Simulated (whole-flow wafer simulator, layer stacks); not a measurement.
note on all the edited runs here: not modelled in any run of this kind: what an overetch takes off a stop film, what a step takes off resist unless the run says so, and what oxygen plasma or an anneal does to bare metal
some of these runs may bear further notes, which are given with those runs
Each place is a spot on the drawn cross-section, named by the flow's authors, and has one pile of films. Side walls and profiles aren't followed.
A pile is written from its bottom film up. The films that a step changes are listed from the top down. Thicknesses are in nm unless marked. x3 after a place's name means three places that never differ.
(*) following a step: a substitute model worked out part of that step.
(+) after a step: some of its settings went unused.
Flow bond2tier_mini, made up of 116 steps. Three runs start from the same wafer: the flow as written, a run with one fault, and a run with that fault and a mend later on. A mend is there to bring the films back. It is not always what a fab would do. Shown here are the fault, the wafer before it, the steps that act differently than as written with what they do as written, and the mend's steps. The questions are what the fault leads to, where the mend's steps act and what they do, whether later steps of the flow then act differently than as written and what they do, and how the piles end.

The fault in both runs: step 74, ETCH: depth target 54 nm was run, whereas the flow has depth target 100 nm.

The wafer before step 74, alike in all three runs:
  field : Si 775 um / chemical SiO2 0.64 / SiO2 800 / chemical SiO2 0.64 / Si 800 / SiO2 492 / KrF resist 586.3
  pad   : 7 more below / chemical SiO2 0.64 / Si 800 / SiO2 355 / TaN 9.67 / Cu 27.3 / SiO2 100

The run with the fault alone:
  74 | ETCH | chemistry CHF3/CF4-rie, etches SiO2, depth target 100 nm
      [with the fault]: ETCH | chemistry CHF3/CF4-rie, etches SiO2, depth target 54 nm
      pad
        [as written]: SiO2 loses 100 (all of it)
        [with the fault]: SiO2 loses 54
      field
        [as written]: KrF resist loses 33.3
        [with the fault]: KrF resist loses 18
  Steps later in the flow that act otherwise than as written (1 other step is not shown; it differs only slightly, by no more than 2% or 0.5 nm, whichever is larger):
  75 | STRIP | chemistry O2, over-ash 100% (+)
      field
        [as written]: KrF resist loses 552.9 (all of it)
        [with the fault]: KrF resist loses 568.3 (all of it)
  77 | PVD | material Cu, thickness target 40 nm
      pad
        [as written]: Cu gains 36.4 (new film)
        [with the fault]: Cu gains 38 (new film)
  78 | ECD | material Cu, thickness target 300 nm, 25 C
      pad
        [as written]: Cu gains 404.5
        [with the fault]: Cu gains 356.5
  At pad, the piles at the end differ from the flow's by more than 2% or 0.5 nm, whichever is larger.
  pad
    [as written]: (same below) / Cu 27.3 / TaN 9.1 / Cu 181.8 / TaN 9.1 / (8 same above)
    [with the fault]: (same below) / Cu 27.3 / SiO2 46 / TaN 9.51 / Cu 135.4 / TaN 9.1 / (8 same above)

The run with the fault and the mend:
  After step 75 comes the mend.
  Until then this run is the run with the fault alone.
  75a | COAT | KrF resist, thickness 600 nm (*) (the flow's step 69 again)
      field
        KrF resist gains 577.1 (new film)
      pad
        KrF resist gains 623.9 (new film)
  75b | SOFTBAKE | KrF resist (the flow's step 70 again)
      leaves every film unchanged at each place that is followed
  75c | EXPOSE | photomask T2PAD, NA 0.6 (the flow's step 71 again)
      leaves every film unchanged at each place that is followed
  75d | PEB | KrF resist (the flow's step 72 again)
      leaves every film unchanged at each place that is followed
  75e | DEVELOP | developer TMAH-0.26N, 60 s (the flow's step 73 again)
      field
        KrF resist loses 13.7
      pad
        KrF resist loses 623.9 (all of it)
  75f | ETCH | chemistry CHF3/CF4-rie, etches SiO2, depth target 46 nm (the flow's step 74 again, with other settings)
      field
        KrF resist loses 15.3
      pad
        SiO2 loses 46 (all of it)
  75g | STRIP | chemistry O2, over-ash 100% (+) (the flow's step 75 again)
      field
        KrF resist loses 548 (all of it)
  Every later step of the flow that is run acts as written at every place that is followed.
  At every place that both follow, the piles at the end match the flow's.
